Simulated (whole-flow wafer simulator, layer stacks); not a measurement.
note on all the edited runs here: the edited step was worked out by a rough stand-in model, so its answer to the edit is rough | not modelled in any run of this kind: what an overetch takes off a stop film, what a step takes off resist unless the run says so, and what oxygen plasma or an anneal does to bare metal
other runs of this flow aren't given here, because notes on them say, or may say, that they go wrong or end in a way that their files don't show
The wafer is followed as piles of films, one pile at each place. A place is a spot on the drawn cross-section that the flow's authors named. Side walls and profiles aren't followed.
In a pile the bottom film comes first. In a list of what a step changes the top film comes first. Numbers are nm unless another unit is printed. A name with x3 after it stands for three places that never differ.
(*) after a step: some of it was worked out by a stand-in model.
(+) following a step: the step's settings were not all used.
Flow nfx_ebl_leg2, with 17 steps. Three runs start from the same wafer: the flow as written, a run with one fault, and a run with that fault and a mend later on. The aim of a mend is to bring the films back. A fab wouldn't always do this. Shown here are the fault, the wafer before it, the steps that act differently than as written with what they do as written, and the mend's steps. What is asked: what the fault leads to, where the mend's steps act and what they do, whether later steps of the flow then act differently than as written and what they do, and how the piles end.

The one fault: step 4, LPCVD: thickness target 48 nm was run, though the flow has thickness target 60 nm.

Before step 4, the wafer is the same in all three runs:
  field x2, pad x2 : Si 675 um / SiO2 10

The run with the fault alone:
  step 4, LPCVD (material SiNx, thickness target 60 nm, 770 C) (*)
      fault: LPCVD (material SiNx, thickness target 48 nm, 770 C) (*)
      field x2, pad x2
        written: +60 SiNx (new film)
        fault: +48 SiNx (new film)
  Steps later in the flow that act otherwise than as written:
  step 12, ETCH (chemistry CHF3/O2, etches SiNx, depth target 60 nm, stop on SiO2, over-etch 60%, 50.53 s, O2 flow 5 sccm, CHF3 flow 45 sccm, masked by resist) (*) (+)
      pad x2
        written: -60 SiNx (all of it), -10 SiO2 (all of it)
        fault: -48 SiNx (all of it), -10 SiO2 (all of it)
  By the end, the piles at field x2 depart from the flow's by more than 2% or 0.5 nm, whichever is larger.
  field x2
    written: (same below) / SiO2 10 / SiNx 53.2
    fault: (same below) / SiO2 10 / SiNx 41.2

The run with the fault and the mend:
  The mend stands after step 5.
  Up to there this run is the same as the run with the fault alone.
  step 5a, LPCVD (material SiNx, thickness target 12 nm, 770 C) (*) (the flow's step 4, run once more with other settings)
      field x2, pad x2
        +12 SiNx
  Later steps of the flow that are run all act as written at every place that is followed.
  The piles end the same as the flow's at every place that both follow.
